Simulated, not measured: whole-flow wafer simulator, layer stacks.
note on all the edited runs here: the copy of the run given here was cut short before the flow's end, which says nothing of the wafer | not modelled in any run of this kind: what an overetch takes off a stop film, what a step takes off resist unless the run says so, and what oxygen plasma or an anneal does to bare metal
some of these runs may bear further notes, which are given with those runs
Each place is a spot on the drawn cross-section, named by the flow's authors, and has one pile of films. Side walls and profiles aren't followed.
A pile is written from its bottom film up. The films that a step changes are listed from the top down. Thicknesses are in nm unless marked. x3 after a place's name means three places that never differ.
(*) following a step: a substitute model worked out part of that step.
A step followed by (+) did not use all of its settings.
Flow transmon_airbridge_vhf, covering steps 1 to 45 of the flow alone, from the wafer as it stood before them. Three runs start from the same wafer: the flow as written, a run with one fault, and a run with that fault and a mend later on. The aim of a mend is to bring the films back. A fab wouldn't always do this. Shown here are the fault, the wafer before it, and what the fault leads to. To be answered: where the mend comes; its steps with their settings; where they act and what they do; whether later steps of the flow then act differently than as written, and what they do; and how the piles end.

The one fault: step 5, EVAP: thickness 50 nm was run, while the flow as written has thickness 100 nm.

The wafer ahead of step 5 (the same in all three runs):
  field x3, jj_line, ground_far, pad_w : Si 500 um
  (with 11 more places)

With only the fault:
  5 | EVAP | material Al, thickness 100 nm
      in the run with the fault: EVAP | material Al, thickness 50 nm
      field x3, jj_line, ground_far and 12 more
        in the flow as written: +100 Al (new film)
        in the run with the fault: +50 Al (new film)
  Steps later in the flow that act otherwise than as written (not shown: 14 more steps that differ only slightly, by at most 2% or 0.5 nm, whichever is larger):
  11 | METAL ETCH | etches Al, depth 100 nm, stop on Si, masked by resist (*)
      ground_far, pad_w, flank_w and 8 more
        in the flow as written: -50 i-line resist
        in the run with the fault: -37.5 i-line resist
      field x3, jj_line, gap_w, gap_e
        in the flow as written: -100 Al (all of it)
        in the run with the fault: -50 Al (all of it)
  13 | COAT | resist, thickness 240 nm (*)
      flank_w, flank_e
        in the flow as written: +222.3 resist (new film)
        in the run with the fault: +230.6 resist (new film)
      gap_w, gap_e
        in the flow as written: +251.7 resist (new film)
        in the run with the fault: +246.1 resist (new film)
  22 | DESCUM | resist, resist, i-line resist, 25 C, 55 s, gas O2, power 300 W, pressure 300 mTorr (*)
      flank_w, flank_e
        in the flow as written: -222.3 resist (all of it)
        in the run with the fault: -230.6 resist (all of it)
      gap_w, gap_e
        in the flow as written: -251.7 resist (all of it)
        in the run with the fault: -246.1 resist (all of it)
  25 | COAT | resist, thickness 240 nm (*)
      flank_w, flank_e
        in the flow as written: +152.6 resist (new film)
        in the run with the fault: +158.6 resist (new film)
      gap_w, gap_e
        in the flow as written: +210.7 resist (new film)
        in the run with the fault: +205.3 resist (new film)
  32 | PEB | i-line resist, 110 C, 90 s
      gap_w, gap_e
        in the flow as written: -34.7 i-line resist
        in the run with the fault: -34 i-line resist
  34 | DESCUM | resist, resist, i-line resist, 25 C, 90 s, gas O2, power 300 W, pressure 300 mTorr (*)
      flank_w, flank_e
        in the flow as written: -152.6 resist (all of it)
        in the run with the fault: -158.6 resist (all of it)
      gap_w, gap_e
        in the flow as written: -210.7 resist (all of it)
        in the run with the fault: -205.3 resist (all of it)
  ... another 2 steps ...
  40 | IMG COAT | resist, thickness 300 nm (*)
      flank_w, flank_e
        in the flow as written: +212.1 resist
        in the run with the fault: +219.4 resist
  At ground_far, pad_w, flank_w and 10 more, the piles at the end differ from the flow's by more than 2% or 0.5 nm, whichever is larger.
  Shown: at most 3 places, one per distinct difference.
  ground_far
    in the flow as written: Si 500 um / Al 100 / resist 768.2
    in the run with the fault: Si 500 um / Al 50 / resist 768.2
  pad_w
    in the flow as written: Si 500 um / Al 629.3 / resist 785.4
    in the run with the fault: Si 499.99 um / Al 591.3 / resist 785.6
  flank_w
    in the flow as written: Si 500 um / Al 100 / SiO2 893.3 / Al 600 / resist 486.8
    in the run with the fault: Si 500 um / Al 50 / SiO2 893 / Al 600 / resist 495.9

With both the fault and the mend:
  The mend follows step 10.
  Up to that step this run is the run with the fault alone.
  10a | STRIP | i-line resist, 80 C, 600 s (+)
      ground_far, pad_w, flank_w and 8 more
        -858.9 i-line resist (all of it)
  10b | EVAP | material Al, thickness 50 nm (the flow's step 5, run once more with other settings)
      field x3, jj_line, ground_far and 12 more
        +50 Al
  10c | COAT | i-line resist, thickness 900 nm (the flow's step 6, run once more)
      field x3, jj_line, ground_far and 12 more
        +900 i-line resist (new film)
  10d | SOFTBAKE | i-line resist, 90 C, 90 s (the flow's step 7, run once more)
      alters no film at any place that is followed
  10e | EXPOSE | i-line resist, thickness 900 nm, photomask AB CPW, dose 155.4 mJ/cm2, NA 0.45, wavelength 365 nm (*) (the flow's step 8, run once more)
      alters no film at any place that is followed
  10f | PEB | i-line resist, 110 C, 60 s (the flow's step 9, run once more)
      field x3, jj_line, ground_far and 12 more
        -41 i-line resist
  10g | DEVELOP | i-line resist, thickness 900 nm, developer developer-B, 60 s (the flow's step 10, run once more)
      ground_far, pad_w, flank_w and 8 more
        -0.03 i-line resist
      field x3, jj_line, gap_w, gap_e
        -859 i-line resist (all of it)
  Every later step of the flow that is run acts as written at every place that is followed.
  At every place that both follow, the piles at the end match the flow's.
